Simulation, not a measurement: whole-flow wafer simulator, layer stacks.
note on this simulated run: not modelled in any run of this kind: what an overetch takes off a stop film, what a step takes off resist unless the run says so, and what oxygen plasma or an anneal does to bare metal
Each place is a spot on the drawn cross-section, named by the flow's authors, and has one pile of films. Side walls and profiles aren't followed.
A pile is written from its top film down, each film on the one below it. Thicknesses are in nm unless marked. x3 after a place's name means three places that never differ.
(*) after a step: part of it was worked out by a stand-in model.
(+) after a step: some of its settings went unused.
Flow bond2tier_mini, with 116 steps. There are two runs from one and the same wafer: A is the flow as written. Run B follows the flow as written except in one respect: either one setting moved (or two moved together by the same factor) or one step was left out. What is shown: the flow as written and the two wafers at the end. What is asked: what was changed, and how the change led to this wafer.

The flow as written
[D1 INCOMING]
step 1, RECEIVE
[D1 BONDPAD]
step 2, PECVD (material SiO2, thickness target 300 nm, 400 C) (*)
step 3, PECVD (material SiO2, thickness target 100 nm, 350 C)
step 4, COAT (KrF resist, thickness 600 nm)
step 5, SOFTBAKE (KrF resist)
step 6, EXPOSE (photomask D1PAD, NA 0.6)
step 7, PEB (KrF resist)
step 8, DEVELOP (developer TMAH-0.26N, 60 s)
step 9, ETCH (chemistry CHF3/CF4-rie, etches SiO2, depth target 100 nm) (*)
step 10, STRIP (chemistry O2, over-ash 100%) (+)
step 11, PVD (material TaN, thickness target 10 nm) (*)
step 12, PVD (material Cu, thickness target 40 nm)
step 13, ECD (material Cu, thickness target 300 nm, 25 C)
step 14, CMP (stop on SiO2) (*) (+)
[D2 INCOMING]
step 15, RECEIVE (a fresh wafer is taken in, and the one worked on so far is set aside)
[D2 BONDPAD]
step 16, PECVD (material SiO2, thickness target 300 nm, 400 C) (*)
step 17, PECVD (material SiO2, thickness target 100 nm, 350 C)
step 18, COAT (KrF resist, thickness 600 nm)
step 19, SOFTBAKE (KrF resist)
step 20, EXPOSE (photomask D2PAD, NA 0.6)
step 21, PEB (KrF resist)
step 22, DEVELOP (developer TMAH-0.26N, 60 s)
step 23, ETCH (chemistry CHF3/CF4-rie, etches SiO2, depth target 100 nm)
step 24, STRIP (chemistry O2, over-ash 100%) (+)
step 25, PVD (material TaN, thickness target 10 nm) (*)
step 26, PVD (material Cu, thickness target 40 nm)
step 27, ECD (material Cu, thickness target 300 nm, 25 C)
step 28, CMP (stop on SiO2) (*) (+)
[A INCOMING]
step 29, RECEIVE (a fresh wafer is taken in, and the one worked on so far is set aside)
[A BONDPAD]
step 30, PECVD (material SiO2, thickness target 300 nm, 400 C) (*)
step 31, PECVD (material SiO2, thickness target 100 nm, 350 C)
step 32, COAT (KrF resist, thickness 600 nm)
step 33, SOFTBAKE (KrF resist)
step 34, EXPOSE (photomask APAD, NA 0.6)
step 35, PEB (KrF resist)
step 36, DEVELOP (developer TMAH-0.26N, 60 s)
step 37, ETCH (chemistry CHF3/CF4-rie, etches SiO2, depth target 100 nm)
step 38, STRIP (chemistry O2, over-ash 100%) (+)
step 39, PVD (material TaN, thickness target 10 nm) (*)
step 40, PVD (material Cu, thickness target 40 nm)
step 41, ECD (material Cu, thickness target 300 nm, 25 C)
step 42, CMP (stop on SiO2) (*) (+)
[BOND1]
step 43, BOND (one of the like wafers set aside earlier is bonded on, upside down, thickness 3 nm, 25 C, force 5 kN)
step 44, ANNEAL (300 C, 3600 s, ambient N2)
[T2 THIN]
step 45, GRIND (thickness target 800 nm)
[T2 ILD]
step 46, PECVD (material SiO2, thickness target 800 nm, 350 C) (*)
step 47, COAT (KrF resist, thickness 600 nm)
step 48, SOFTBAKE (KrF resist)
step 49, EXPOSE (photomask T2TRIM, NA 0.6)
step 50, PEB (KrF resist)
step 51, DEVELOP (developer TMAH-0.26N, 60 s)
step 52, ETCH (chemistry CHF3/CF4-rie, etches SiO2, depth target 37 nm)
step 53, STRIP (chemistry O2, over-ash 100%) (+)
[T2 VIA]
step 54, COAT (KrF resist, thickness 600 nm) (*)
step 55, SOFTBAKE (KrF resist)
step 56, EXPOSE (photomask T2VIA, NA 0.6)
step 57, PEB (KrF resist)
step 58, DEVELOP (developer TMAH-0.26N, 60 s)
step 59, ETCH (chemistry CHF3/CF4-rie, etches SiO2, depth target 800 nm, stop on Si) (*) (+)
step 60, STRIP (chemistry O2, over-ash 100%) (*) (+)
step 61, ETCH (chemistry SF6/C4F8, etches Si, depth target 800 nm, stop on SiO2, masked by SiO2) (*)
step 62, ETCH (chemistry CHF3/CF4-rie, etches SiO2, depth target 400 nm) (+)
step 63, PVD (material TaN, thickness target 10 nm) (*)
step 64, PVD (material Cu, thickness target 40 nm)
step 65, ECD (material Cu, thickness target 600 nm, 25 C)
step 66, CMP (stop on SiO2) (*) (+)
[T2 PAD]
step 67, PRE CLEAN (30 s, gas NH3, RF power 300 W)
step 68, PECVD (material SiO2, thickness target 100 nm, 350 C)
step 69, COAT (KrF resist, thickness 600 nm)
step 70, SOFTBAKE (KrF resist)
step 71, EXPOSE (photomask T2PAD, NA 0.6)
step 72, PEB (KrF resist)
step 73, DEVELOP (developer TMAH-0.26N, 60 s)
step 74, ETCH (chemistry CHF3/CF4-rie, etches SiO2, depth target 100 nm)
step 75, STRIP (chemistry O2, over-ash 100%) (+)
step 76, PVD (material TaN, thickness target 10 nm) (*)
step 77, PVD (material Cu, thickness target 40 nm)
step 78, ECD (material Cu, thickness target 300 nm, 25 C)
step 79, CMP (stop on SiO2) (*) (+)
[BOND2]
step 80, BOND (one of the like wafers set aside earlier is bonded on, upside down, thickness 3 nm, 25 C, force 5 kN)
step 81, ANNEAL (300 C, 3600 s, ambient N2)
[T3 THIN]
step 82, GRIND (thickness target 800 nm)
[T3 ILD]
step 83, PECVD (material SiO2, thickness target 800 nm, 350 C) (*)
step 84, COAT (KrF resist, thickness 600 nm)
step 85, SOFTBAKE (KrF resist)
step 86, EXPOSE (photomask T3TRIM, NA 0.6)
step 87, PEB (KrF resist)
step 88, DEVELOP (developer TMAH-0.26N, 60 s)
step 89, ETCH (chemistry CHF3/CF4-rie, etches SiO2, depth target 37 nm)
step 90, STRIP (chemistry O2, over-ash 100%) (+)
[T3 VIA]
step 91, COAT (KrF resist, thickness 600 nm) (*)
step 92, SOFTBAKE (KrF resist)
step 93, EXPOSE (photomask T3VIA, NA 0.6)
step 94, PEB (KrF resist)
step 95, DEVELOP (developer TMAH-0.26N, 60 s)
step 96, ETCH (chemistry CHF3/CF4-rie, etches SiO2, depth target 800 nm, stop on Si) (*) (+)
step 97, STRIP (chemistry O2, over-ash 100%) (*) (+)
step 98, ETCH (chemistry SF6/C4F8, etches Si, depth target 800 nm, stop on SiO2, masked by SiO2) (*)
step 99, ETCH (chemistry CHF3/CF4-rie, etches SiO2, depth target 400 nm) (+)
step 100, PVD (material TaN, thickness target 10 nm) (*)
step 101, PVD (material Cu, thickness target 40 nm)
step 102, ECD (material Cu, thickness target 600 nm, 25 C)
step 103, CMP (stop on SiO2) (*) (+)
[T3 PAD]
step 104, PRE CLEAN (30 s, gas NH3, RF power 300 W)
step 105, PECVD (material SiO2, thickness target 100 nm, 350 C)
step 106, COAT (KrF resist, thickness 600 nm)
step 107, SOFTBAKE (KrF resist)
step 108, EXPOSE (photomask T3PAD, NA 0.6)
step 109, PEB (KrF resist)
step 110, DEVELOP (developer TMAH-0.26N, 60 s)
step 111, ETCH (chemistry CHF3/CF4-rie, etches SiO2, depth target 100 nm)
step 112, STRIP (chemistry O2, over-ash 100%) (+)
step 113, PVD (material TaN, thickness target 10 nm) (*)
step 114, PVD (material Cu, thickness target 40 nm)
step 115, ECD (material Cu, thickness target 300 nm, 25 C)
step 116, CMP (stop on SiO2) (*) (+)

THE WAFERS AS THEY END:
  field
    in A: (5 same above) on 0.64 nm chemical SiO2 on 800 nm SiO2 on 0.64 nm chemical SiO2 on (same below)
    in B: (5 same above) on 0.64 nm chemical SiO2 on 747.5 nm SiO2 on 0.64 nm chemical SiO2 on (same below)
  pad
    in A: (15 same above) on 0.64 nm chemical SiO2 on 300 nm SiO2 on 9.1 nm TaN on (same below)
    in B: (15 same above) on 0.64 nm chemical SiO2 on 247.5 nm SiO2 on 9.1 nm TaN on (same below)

Cause: step 3, PECVD: thickness target 47.5 nm was run, while the flow as written has thickness target 100 nm.

The path from the change to this, step by step:
  step 3, PECVD (material SiO2, thickness target 100 nm, 350 C)
      field, pad, via: A SiO2 gains 100 | B SiO2 gains 47.5
  step 43, BOND (one of the like wafers set aside earlier is bonded on, upside down, thickness 3 nm, 25 C, force 5 kN)
      field: A Si gains 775 um (new film), chemical SiO2 gains 0.64 (new film), SiO2 gains 400 | B Si gains 775 um (new film), chemical SiO2 gains 0.64 (new film), SiO2 gains 347.5
      pad: A Si gains 775 um (new film), chemical SiO2 gains 0.64 (new film), SiO2 gains 300 (new film), TaN gains 9.1 (new film), Cu gains 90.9 | B Si gains 775 um (new film), chemical SiO2 gains 0.64 (new film), SiO2 gains 247.5 (new film), TaN gains 9.1 (new film), Cu gains 90.9
      (also at 1 further place)
